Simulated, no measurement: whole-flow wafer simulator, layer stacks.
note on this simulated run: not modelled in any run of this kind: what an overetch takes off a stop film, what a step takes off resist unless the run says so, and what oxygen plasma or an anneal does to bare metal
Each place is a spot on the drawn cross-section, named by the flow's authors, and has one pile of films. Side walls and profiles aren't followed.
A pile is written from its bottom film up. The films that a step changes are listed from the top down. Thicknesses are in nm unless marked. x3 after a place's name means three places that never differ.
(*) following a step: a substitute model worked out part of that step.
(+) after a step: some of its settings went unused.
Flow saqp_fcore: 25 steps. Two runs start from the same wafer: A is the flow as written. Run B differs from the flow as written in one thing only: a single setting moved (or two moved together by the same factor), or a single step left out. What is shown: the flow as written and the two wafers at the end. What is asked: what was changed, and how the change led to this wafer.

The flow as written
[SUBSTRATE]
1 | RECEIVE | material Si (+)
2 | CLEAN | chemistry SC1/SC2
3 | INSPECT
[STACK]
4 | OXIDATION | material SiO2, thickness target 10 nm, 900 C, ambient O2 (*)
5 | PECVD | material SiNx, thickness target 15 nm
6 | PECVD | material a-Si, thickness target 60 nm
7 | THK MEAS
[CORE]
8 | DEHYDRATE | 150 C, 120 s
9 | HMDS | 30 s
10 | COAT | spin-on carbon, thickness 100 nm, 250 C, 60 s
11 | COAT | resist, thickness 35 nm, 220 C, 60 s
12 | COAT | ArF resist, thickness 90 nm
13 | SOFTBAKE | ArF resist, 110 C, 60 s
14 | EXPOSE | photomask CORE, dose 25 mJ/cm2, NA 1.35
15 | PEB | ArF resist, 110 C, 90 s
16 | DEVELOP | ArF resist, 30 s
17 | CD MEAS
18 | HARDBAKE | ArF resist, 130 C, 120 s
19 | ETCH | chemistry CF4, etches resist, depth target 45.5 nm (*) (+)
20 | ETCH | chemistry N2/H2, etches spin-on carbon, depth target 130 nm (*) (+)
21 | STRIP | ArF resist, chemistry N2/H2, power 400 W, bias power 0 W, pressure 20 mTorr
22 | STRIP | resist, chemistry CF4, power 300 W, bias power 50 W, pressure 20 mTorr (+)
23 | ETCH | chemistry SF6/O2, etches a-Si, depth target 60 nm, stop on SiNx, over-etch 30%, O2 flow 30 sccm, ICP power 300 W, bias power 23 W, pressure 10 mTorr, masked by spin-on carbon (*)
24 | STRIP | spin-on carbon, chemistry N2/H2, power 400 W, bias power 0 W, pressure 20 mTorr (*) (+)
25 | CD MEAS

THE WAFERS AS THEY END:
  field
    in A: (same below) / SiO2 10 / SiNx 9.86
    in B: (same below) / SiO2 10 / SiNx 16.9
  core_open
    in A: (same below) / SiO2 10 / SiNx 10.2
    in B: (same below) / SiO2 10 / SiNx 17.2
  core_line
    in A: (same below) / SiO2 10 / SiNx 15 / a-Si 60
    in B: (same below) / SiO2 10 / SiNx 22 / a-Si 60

Cause: step 5, PECVD: thickness target 22 nm was run, whereas the flow has thickness target 15 nm.
The wafer lets one read it off: core_line has SiNx 22, and step 5 as written asks for 15 nm.

The path from the change to this, step by step:
  5 | PECVD | material SiNx, thickness target 15 nm
      field, core_open, core_line: A SiNx gains 15 (new film) | B SiNx gains 22 (new film)
